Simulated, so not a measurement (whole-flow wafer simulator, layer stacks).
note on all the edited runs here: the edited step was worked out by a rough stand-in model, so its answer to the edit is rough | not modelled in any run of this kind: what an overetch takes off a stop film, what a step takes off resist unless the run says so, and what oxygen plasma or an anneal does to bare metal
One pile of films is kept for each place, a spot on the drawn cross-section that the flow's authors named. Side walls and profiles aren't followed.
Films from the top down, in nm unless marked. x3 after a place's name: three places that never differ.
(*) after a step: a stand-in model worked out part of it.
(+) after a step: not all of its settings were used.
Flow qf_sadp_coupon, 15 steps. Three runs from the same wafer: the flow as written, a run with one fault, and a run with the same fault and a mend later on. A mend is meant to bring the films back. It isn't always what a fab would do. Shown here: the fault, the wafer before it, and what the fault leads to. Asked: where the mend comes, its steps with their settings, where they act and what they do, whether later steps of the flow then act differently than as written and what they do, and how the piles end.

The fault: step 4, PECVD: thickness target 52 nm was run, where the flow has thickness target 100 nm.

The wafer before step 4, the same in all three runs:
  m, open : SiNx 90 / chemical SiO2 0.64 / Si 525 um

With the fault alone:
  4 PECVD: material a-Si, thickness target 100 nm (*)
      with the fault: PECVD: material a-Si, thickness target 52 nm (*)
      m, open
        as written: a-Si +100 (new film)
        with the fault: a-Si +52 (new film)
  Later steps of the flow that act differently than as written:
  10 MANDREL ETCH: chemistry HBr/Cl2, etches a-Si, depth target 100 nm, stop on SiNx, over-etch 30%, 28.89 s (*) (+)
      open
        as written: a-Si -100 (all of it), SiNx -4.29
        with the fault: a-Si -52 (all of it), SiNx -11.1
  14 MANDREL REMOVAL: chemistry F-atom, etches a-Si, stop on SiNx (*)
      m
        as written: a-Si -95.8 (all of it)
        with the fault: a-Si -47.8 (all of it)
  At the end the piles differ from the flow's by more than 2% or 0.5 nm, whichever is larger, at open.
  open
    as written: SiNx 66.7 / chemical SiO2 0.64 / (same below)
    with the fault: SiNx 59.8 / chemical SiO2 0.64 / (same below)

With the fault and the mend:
  The mend comes after step 4.
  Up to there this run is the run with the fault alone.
  4a ETCH: chemistry tmah, depth target 59.8 nm
      m, open
        a-Si -52 (all of it)
  4b PECVD: material a-Si, thickness target 100 nm (*) (the flow's step 4 once more)
      m, open
        a-Si +100 (new film)
  No later step of the flow acts differently than as written at any place that is followed.
  At the end the piles are the same as the flow's at every place that both follow.
